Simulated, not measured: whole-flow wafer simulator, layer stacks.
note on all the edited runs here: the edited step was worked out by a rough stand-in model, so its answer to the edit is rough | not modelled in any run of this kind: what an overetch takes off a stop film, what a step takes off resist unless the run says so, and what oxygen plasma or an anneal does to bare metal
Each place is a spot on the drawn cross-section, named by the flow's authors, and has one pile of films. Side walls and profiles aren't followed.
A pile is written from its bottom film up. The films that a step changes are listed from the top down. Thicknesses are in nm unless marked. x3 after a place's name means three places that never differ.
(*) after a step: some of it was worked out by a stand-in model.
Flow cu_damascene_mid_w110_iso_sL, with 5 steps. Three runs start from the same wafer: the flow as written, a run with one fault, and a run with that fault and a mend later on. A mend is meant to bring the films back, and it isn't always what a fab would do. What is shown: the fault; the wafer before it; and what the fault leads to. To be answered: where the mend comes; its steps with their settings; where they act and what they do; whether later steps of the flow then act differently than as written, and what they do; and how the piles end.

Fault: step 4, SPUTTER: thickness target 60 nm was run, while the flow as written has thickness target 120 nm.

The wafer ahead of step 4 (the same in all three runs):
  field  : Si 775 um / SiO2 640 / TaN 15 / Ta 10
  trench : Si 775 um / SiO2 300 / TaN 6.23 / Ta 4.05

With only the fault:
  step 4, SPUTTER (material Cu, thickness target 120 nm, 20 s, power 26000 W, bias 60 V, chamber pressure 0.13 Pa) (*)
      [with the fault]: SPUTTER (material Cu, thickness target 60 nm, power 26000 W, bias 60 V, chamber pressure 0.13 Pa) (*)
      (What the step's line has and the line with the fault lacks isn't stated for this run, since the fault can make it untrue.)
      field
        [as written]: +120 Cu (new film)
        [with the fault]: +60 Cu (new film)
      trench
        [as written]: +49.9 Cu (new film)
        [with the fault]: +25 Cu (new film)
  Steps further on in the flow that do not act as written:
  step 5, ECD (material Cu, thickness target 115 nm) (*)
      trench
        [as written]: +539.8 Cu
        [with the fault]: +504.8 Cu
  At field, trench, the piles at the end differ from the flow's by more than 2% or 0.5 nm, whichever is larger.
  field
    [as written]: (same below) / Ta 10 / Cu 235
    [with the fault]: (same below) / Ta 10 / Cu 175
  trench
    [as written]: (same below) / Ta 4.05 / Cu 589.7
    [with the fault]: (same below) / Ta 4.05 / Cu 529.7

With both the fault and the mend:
  After step 4 comes the mend.
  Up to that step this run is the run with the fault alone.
  step 4a, SPUTTER (material Cu, thickness target 60 nm, power 26000 W, bias 60 V, chamber pressure 0.13 Pa) (*) (the flow's step 4 again, with other settings)
      field
        +60 Cu
      trench
        +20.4 Cu
  None of the later steps of the flow differs from how it acts as written, at any place that is followed, by more than 2% or 0.5 nm, whichever is larger.
  By the end, the piles equal the flow's at every place that both follow.
